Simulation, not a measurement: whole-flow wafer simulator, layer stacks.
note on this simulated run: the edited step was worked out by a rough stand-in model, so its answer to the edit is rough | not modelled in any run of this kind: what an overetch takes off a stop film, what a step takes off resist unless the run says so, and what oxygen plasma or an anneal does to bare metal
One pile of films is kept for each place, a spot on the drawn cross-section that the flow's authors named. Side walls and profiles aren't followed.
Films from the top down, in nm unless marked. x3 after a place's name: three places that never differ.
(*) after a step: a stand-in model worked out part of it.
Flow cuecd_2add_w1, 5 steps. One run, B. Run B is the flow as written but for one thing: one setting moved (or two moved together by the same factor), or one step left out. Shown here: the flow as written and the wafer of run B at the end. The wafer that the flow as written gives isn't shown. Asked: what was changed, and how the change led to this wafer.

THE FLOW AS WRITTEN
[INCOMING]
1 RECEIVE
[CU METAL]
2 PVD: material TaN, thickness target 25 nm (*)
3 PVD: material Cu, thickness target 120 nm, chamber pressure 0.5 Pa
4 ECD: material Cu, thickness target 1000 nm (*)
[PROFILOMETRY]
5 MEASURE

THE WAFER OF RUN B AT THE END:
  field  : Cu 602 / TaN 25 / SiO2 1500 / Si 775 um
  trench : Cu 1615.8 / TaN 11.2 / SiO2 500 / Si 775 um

The cause: step 4, ECD: thickness target 482 nm was run, where the flow has thickness target 1000 nm.

How the change led to this, step by step:
  4 ECD: material Cu, thickness target 1000 nm (*)
      field: Cu +482 (as written it would be: Cu +1000)
      trench: Cu +1562.2 (as written it would be: Cu +2080.2)
